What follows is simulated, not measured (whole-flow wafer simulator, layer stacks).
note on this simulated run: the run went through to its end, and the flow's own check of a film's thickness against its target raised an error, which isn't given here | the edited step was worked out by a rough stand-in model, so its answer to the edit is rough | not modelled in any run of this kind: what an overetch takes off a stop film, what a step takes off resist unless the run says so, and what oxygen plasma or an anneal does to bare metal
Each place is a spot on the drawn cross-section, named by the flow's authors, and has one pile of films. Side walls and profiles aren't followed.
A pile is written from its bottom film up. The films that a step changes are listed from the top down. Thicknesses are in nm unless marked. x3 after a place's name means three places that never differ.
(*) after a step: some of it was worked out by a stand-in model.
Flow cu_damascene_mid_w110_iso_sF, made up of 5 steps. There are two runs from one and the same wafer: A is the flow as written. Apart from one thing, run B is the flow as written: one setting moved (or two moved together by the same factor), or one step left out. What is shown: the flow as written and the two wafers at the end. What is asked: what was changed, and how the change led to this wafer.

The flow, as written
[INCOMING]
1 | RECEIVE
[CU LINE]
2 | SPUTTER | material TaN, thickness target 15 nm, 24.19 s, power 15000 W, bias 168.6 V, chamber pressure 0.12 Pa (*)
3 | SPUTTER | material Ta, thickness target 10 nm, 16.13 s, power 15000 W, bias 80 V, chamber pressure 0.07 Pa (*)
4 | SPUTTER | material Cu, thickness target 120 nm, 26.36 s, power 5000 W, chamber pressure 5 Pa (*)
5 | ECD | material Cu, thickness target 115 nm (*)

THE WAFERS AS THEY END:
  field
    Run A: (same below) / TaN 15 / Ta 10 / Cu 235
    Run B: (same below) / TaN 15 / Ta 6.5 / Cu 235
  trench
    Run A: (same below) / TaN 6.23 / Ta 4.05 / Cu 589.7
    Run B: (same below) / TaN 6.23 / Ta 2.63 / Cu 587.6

Cause: step 3, SPUTTER: thickness target 6.5 nm was run, while the flow as written has thickness target 10 nm; step 3, SPUTTER: 10.48 s was run, where the flow has 16.13 s.
The wafer itself shows it: field has Ta 6.5, and step 3 as written asks for 10 nm.

How this came from the change, step by step:
  3 | SPUTTER | material Ta, thickness target 10 nm, 16.13 s, power 15000 W, bias 80 V, chamber pressure 0.07 Pa (*)
      field: A Ta gains 10 (new film) | B Ta gains 6.5 (new film)
      trench: A Ta gains 4.05 (new film) | B Ta gains 2.63 (new film)
